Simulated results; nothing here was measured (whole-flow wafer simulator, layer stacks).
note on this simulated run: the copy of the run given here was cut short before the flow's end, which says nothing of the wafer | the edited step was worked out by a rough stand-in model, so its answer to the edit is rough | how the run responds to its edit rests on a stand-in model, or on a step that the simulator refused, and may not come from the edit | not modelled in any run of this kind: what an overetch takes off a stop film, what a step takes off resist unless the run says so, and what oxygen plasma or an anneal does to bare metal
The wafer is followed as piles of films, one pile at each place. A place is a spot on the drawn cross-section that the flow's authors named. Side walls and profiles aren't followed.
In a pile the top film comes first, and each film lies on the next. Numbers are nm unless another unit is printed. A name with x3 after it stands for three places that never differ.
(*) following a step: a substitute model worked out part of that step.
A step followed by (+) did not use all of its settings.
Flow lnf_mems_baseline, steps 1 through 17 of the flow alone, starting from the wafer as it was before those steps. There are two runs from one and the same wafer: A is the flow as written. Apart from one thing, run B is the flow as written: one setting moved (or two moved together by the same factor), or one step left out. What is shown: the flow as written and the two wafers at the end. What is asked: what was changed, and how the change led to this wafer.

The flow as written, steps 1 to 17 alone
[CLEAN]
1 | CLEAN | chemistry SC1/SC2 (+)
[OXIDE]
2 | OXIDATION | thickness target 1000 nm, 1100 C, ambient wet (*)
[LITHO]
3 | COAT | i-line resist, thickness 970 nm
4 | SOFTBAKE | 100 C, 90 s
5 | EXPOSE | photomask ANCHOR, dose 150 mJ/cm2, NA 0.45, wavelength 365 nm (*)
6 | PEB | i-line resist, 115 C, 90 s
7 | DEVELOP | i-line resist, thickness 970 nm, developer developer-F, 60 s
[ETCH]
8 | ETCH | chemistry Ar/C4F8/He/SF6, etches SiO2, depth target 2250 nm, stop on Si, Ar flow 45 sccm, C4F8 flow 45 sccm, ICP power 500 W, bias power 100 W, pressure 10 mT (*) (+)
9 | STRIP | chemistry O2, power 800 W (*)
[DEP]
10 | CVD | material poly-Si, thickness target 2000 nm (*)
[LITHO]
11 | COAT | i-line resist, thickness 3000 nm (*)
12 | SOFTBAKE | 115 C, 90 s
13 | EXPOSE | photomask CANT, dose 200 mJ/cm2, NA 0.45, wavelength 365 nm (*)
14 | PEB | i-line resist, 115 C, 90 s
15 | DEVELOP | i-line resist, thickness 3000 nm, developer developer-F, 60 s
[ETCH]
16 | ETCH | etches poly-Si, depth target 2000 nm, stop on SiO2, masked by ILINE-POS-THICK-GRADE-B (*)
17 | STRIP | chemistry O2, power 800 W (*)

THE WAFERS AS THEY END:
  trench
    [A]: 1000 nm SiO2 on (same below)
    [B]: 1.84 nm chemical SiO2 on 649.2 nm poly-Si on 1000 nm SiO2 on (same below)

Cause: step 16, ETCH: depth target 1350 nm was run, while the flow as written has depth target 2000 nm.

Step by step, how the change led to this:
  16 | ETCH | etches poly-Si, depth target 2000 nm, stop on SiO2, masked by ILINE-POS-THICK-GRADE-B (*)
      trench, char_slit: A poly-Si loses 2000 (all of it) | B poly-Si loses 1350
      field, anchor, beam: A i-line resist loses 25 | B i-line resist loses 16.9
  17 | STRIP | chemistry O2, power 800 W (*)
      trench, char_slit: A nothing | B chemical SiO2 gains 1.84 (new film), poly-Si loses 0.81
